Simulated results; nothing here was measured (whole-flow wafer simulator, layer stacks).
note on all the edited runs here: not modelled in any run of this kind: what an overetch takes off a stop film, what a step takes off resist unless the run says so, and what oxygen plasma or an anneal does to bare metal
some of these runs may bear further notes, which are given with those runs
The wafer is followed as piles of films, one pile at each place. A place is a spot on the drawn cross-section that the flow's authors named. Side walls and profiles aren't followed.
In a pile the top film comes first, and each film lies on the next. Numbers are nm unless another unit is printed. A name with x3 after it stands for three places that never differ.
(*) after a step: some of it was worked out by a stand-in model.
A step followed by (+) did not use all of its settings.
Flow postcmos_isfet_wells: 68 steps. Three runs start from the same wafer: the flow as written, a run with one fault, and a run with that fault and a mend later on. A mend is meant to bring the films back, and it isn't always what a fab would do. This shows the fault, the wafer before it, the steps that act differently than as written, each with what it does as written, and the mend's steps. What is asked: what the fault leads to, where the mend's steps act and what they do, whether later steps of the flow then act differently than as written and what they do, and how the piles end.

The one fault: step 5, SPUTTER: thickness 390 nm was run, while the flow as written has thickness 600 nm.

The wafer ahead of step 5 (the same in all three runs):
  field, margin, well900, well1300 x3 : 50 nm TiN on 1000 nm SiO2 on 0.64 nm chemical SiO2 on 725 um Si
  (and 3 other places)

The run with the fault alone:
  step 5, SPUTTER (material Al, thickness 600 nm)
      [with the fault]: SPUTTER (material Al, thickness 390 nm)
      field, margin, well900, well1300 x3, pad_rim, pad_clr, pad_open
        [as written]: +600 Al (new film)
        [with the fault]: +390 Al (new film)
  Steps later in the flow that act otherwise than as written:
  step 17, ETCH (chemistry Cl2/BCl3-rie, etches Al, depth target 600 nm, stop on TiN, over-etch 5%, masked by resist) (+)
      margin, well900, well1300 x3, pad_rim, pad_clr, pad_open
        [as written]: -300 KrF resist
        [with the fault]: -204.8 KrF resist
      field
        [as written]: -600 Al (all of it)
        [with the fault]: -390 Al (all of it)
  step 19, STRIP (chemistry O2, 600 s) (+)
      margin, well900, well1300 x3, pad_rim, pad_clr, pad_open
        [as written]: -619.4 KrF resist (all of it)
        [with the fault]: -714.6 KrF resist (all of it)
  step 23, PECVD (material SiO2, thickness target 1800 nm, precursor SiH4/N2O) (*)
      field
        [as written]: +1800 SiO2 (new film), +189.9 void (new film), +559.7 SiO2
        [with the fault]: +2339.6 SiO2
  The piles end different from the flow's at field, margin, well900, well1300 x3, pad_rim, pad_clr, pad_open by more than 2% or 0.5 nm, whichever is larger.
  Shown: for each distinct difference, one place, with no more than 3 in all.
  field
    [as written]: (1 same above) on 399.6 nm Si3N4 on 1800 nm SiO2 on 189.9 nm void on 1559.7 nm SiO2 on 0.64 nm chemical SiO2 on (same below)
    [with the fault]: (1 same above) on 399.6 nm Si3N4 on 3339.6 nm SiO2 on 0.64 nm chemical SiO2 on (same below)
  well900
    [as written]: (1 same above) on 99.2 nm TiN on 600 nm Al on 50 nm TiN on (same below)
    [with the fault]: (1 same above) on 99.2 nm TiN on 390 nm Al on 50 nm TiN on (same below)
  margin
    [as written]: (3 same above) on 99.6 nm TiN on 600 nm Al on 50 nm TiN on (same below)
    [with the fault]: (3 same above) on 99.6 nm TiN on 390 nm Al on 50 nm TiN on (same below)

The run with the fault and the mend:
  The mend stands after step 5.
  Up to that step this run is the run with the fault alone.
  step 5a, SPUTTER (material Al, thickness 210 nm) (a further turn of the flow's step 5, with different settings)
      field, margin, well900, well1300 x3, pad_rim, pad_clr, pad_open
        +210 Al
  Every later step of the flow that is run acts as written at every place that is followed.
  The piles end the same as the flow's at every place that both follow.
